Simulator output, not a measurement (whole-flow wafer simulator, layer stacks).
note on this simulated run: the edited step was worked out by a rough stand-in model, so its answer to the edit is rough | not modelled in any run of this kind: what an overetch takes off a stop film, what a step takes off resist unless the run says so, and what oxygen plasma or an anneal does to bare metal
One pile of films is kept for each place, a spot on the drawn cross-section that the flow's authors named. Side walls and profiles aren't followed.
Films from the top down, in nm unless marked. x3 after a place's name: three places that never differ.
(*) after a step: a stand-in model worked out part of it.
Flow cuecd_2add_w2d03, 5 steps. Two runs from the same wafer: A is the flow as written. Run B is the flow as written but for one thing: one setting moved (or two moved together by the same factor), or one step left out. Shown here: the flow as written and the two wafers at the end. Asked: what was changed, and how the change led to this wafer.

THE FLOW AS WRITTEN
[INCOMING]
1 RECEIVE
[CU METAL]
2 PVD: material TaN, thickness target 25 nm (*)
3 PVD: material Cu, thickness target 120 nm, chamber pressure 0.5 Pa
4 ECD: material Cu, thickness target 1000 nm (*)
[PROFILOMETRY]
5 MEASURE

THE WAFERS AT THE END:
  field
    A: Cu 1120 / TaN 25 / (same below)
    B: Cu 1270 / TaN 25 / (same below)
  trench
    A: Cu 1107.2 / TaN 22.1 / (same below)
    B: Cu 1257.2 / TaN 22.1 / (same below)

The cause: step 4, ECD: thickness target 1150 nm was run, where the flow has thickness target 1000 nm.

How the change led to this, step by step:
  4 ECD: material Cu, thickness target 1000 nm (*)
      field, trench: A Cu +1000 | B Cu +1150
